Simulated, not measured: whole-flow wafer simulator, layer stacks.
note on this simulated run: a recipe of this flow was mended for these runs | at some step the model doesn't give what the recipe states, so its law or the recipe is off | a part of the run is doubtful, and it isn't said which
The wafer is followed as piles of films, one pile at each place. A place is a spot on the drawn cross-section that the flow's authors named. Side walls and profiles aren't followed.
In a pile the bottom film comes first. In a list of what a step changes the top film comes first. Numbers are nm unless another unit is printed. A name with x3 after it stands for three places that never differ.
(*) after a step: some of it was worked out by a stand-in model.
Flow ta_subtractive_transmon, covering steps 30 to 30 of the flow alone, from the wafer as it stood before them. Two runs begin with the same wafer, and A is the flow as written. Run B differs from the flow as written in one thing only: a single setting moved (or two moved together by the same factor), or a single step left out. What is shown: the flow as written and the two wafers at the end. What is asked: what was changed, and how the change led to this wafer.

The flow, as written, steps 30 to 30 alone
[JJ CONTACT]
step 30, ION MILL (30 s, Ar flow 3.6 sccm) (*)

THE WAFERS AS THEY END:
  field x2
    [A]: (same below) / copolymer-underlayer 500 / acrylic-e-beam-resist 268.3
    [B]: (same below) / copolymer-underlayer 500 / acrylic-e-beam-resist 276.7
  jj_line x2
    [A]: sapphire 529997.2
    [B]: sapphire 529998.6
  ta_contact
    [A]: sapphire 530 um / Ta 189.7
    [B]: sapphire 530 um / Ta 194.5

What caused this: step 30, ION MILL: 15 s was run, while the flow as written has 30 s.

The path from the change to this, step by step:
  step 30, ION MILL (30 s, Ar flow 3.6 sccm) (*)
      field x2, ta_pad: A acrylic-e-beam-resist loses 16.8 | B acrylic-e-beam-resist loses 8.39
      jj_line x2: A sapphire loses 2.8 | B sapphire loses 1.4
      (also at 1 further place)
